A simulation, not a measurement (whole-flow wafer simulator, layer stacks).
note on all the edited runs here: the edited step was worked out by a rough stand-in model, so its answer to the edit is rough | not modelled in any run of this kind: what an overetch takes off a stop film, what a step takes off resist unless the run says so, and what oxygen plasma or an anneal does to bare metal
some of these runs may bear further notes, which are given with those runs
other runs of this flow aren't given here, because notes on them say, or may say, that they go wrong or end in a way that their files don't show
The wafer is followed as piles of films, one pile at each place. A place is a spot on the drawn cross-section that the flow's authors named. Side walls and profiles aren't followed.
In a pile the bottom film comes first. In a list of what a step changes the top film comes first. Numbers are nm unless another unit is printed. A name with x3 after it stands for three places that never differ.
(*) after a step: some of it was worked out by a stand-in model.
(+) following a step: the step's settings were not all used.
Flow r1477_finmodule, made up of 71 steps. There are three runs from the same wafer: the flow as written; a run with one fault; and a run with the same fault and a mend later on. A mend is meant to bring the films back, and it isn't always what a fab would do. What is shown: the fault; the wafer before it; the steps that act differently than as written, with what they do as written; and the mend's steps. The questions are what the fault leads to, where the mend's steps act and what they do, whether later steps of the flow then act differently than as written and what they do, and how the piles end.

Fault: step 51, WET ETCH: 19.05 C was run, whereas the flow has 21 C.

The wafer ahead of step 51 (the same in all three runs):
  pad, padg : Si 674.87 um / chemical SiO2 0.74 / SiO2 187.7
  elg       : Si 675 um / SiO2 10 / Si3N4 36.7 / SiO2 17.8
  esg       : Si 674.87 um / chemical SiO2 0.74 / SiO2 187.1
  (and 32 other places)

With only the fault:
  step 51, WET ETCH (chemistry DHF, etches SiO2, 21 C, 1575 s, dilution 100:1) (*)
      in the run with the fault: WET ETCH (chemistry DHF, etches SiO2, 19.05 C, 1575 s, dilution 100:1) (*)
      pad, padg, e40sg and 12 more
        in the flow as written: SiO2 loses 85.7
        in the run with the fault: SiO2 loses 79.1
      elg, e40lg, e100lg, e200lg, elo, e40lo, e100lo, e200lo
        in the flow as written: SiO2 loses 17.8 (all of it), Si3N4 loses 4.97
        in the run with the fault: SiO2 loses 17.8 (all of it), Si3N4 loses 4.25
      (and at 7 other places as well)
  Steps later in the flow that act otherwise than as written (1 more step, not shown, differs only slightly: by at most 2% or 0.5 nm, whichever is larger):
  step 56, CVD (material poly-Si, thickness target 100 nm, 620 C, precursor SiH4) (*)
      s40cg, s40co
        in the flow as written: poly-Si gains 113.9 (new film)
        in the run with the fault: poly-Si gains 107.8 (new film)
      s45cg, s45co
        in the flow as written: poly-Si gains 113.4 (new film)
        in the run with the fault: poly-Si gains 107.3 (new film)
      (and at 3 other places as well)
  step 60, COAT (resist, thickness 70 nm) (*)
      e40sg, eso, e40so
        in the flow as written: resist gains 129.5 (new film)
        in the run with the fault: resist gains 123.9 (new film)
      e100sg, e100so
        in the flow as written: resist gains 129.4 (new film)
        in the run with the fault: resist gains 123.9 (new film)
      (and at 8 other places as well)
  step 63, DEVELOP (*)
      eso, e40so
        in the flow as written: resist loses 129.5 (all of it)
        in the run with the fault: resist loses 123.9 (all of it)
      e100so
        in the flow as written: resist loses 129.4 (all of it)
        in the run with the fault: resist loses 123.9 (all of it)
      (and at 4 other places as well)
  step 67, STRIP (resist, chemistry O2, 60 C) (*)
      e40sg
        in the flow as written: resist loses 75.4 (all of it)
        in the run with the fault: resist loses 69.8 (all of it)
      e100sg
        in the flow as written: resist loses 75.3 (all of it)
        in the run with the fault: resist loses 69.8 (all of it)
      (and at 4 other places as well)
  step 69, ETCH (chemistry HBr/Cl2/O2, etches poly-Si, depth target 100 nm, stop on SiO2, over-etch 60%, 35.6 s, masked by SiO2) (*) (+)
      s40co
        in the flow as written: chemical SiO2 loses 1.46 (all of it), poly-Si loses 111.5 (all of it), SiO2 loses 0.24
        in the run with the fault: chemical SiO2 loses 1.43 (all of it), poly-Si loses 105.4 (all of it), SiO2 loses 0.27
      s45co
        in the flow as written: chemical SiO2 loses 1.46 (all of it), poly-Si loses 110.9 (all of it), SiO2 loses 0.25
        in the run with the fault: chemical SiO2 loses 1.43 (all of it), poly-Si loses 104.9 (all of it), SiO2 loses 0.28
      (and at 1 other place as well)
  By the end, the piles at pad, padg, elg and 27 more depart from the flow's by more than 2% or 0.5 nm, whichever is larger.
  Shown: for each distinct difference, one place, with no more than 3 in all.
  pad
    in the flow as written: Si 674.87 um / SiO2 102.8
    in the run with the fault: Si 674.87 um / SiO2 109.4
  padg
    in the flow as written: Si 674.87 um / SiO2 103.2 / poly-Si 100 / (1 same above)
    in the run with the fault: Si 674.87 um / SiO2 109.8 / poly-Si 100 / (1 same above)
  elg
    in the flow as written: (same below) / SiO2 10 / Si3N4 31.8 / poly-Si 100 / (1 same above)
    in the run with the fault: (same below) / SiO2 10 / Si3N4 32.5 / poly-Si 100 / (1 same above)

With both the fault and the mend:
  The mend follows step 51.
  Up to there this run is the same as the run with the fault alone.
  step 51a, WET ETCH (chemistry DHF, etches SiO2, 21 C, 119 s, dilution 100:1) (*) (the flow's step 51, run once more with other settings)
      pad, padg, e40sg and 12 more
        SiO2 loses 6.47
      elg, e40lg, e100lg, e200lg, elo, e40lo, e100lo, e200lo
        Si3N4 loses 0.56
      esg, s40cg, s45cg, s50cg, s40co, s45co, s50co
        SiO2 loses 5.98
  Later steps of the flow that are run all act as written at every place that is followed, up to a difference of at most 2% or 0.5 nm, whichever is larger.
  At the end the piles are close to the flow's at the places that both follow, differing by at most 2% or 0.5 nm, whichever is larger.
